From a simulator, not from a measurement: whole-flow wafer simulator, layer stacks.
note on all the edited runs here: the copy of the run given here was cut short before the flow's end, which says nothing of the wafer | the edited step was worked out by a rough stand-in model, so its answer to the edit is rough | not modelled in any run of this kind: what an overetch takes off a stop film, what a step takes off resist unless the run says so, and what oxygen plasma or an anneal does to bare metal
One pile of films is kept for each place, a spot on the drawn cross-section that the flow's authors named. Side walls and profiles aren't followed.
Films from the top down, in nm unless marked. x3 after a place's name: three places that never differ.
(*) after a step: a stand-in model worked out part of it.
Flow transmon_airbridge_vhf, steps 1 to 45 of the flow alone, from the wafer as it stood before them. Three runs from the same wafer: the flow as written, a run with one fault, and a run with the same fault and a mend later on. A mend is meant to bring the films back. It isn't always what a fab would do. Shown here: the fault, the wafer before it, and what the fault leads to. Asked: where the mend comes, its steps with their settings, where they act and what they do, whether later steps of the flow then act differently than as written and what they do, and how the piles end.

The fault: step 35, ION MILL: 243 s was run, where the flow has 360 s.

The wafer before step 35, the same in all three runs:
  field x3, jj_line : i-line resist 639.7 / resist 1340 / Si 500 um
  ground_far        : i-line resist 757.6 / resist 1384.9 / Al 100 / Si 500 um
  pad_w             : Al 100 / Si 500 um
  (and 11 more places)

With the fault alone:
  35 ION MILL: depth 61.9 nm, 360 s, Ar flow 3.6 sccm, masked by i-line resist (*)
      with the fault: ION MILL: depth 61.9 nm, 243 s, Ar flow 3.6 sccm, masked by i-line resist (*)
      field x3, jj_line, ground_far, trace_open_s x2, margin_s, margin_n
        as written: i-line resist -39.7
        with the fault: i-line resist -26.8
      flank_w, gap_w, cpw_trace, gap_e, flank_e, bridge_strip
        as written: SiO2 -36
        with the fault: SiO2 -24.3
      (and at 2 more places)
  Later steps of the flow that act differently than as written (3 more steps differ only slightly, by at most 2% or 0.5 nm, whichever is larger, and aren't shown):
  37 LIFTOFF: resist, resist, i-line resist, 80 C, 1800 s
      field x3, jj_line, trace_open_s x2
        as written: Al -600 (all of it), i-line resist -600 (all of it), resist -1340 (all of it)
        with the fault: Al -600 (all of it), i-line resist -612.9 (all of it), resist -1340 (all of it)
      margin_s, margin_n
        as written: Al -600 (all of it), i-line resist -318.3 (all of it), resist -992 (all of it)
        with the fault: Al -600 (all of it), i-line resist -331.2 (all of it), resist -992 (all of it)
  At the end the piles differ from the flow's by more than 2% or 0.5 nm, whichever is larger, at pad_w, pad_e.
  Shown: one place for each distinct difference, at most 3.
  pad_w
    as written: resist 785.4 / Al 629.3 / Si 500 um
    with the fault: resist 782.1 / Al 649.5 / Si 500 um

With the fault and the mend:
  The mend comes after step 35.
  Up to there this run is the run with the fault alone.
  35a ION MILL: depth 61.9 nm, 117 s, Ar flow 3.6 sccm, masked by i-line resist (*) (the flow's step 35 once more, with other settings)
      field x3, jj_line, ground_far, trace_open_s x2, margin_s, margin_n
        i-line resist -12.9
      flank_w, gap_w, cpw_trace, gap_e, flank_e, bridge_strip
        SiO2 -11.7
      pad_w, pad_e
        Al -20.1
  No later step of the flow acts differently than as written at any place that is followed.
  At the end the piles are the same as the flow's at every place that both follow.
